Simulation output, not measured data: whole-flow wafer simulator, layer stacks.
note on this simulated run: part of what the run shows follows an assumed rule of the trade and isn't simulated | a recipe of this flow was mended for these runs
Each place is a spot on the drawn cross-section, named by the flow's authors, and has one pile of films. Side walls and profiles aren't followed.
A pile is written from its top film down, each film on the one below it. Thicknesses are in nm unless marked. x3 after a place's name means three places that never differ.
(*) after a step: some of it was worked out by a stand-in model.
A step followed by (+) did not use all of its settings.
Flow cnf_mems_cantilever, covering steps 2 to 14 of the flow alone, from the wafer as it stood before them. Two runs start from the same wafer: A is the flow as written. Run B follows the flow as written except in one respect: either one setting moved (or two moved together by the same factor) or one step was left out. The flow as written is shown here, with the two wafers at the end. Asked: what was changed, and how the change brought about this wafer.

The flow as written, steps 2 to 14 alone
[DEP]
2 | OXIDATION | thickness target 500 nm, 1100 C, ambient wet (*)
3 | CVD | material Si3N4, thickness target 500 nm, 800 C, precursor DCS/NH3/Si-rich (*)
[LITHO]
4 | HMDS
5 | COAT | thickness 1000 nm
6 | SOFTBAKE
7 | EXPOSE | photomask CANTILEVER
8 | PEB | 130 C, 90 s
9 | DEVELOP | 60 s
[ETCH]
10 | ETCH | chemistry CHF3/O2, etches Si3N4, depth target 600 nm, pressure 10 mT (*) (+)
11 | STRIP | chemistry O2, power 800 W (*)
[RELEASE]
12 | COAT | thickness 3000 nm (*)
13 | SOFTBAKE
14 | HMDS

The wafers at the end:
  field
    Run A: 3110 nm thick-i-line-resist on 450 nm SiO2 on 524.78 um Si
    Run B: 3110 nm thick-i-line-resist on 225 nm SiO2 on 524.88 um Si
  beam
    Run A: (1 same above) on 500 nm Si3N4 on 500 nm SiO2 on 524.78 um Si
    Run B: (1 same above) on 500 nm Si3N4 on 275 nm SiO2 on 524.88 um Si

Cause: step 2, OXIDATION: thickness target 275 nm was run, whereas the flow has thickness target 500 nm.
The wafer itself shows it: beam has SiO2 275, and step 2 as written asks for 500 nm.

Step by step, how the change led to this:
  2 | OXIDATION | thickness target 500 nm, 1100 C, ambient wet (*)
      field, beam: A +500 SiO2 (new film), -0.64 chemical SiO2 (all of it), -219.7 Si | B +275 SiO2 (new film), -0.64 chemical SiO2 (all of it), -120.7 Si
